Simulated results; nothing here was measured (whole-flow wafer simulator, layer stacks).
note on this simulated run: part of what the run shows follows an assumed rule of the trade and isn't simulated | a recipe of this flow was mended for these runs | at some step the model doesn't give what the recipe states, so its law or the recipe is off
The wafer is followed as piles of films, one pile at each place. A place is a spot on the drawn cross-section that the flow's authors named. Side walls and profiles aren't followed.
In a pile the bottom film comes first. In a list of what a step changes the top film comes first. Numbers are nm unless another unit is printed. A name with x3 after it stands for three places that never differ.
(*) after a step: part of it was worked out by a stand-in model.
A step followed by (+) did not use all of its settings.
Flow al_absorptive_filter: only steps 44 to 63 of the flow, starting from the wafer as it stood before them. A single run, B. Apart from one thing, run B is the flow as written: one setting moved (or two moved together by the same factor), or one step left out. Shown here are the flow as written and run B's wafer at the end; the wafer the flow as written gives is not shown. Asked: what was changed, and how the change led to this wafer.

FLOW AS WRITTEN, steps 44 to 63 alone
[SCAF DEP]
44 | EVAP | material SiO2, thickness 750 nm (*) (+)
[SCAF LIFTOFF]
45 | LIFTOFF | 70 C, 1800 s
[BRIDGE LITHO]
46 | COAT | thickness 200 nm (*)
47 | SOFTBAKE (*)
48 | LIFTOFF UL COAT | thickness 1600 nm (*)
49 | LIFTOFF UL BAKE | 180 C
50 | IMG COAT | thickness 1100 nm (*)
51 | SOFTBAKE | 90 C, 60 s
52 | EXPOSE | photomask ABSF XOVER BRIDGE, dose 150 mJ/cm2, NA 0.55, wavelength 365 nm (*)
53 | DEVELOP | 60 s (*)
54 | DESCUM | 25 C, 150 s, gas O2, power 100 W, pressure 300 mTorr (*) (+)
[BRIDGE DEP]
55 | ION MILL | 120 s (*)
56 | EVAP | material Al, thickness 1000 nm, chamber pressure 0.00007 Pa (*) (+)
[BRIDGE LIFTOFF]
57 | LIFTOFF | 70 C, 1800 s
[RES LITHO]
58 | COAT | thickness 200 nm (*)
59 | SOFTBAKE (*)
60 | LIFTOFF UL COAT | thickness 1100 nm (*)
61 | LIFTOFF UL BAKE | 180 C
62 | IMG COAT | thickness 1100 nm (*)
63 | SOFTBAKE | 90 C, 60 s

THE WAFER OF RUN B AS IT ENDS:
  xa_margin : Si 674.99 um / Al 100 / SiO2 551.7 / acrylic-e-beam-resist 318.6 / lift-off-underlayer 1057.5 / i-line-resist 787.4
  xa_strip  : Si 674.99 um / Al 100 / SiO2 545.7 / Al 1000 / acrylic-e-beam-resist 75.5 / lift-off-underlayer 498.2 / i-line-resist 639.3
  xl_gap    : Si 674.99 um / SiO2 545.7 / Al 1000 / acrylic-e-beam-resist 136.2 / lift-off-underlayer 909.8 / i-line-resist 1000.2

What caused this: step 44, EVAP: thickness 570 nm was run, whereas the flow has thickness 750 nm.

Step by step, how the change led to this:
  44 | EVAP | material SiO2, thickness 750 nm (*) (+)
      gnd, pad_far, pad_near and 10 more: +570 SiO2 (new film) (as written it would have been: +750 SiO2 (new film))
      xa_margin: +551.7 SiO2 (new film) (as written it would have been: +726 SiO2 (new film))
  45 | LIFTOFF | 70 C, 1800 s
      gnd, xa_field, xl_land, idc_field: -570 SiO2 (all of it), -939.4 i-line-resist (all of it), -1100 lift-off-underlayer (all of it), -200 acrylic-e-beam-resist (all of it) (as written it would have been: -750 SiO2 (all of it), -939.4 i-line-resist (all of it), -1100 lift-off-underlayer (all of it), -200 acrylic-e-beam-resist (all of it))
      pad_far: -570 SiO2 (all of it), -937 i-line-resist (all of it), -1092.7 lift-off-underlayer (all of it), -198.5 acrylic-e-beam-resist (all of it) (as written it would have been: -750 SiO2 (all of it), -937 i-line-resist (all of it), -1092.7 lift-off-underlayer (all of it), -198.5 acrylic-e-beam-resist (all of it))
      (also at 5 further places)
  46 | COAT | thickness 200 nm (*)
      xa_margin: +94 acrylic-e-beam-resist (new film) (as written it would have been: +87.1 acrylic-e-beam-resist (new film))
      xa_strip: +170.9 acrylic-e-beam-resist (new film) (as written it would have been: +156.7 acrylic-e-beam-resist (new film))
      (also at 2 further places)
  48 | LIFTOFF UL COAT | thickness 1600 nm (*)
      xa_margin: +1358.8 lift-off-underlayer (new film) (as written it would have been: +1268 lift-off-underlayer (new film))
      xa_strip: +1296.1 lift-off-underlayer (new film) (as written it would have been: +1219 lift-off-underlayer (new film))
      (also at 2 further places)
  50 | IMG COAT | thickness 1100 nm (*)
      xa_margin: +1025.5 i-line-resist (new film) (as written it would have been: +995.2 i-line-resist (new film))
      xa_strip: +1001.1 i-line-resist (new film) (as written it would have been: +962 i-line-resist (new film))
      (also at 2 further places)
  51 | SOFTBAKE | 90 C, 60 s
      xa_strip: -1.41 i-line-resist (as written it would have been: -1.93 i-line-resist)
      xl_turn: -1.31 i-line-resist (as written it would have been: -1.83 i-line-resist)
  53 | DEVELOP | 60 s (*)
      xa_strip: -999.7 i-line-resist (all of it), -1296.1 lift-off-underlayer (all of it) (as written it would have been: -960.1 i-line-resist (all of it), -1219 lift-off-underlayer (all of it))
      xl_gap: -1031.2 i-line-resist (all of it), -1404.7 lift-off-underlayer (all of it) (as written it would have been: -1001.2 i-line-resist (all of it), -1316.9 lift-off-underlayer (all of it))
      (also at 1 further place)
  54 | DESCUM | 25 C, 150 s, gas O2, power 100 W, pressure 300 mTorr (*) (+)
      xa_strip: -170.9 acrylic-e-beam-resist (all of it) (as written it would have been: -156.7 acrylic-e-beam-resist (all of it))
      xl_gap: -115.3 acrylic-e-beam-resist (all of it) (as written it would have been: -97.9 acrylic-e-beam-resist (all of it))
      (also at 1 further place)
  57 | LIFTOFF | 70 C, 1800 s
      xa_margin: -1000 Al (all of it), -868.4 i-line-resist (all of it), -1358.8 lift-off-underlayer (all of it), -94 acrylic-e-beam-resist (all of it) (as written it would have been: -1000 Al (all of it), -836.1 i-line-resist (all of it), -1268 lift-off-underlayer (all of it), -87.1 acrylic-e-beam-resist (all of it))
  58 | COAT | thickness 200 nm (*)
      xa_margin: +318.6 acrylic-e-beam-resist (new film) (as written it would have been: +288.1 acrylic-e-beam-resist (new film))
      xa_strip: +75.5 acrylic-e-beam-resist (new film) (as written it would have been: +66.9 acrylic-e-beam-resist (new film))
      (also at 2 further places)
  60 | LIFTOFF UL COAT | thickness 1100 nm (*)
      xa_margin: +1057.5 lift-off-underlayer (new film) (as written it would have been: +1021 lift-off-underlayer (new film))
      xa_strip: +498.2 lift-off-underlayer (new film) (as written it would have been: +459.8 lift-off-underlayer (new film))
      (also at 2 further places)
  62 | IMG COAT | thickness 1100 nm (*)
      xa_margin: +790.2 i-line-resist (new film) (as written it would have been: +741.1 i-line-resist (new film))
      xa_strip: +644 i-line-resist (new film) (as written it would have been: +577.9 i-line-resist (new film))
      (also at 2 further places)
  63 | SOFTBAKE | 90 C, 60 s
      xl_turn: -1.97 i-line-resist (as written it would have been: -2.67 i-line-resist)
